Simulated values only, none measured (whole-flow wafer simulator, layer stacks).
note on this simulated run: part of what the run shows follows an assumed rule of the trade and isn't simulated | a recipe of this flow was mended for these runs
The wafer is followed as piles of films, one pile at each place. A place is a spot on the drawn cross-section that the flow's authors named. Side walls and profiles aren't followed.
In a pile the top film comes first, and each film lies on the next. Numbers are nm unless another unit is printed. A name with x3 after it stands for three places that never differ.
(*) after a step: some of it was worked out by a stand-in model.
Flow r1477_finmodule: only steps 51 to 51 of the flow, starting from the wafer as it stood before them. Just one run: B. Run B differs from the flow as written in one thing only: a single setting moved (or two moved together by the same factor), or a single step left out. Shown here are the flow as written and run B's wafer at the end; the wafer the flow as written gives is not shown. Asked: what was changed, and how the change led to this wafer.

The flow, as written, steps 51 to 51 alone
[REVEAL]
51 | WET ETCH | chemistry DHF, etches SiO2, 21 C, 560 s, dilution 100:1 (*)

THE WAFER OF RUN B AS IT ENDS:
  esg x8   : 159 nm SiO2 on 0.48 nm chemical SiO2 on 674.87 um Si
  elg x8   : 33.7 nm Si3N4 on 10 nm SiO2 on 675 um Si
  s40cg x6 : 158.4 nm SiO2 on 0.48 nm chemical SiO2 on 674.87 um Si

Cause: step 51, WET ETCH: 23.8 C was run, whereas the flow has 21 C.

The path from the change to this, step by step:
  51 | WET ETCH | chemistry DHF, etches SiO2, 21 C, 560 s, dilution 100:1 (*)
      esg x8, s40cg x6, s40sg x6: -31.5 SiO2 (it would be, as written: -28.1 SiO2)
      pad x2: -34.1 SiO2 (it would be, as written: -30.5 SiO2)
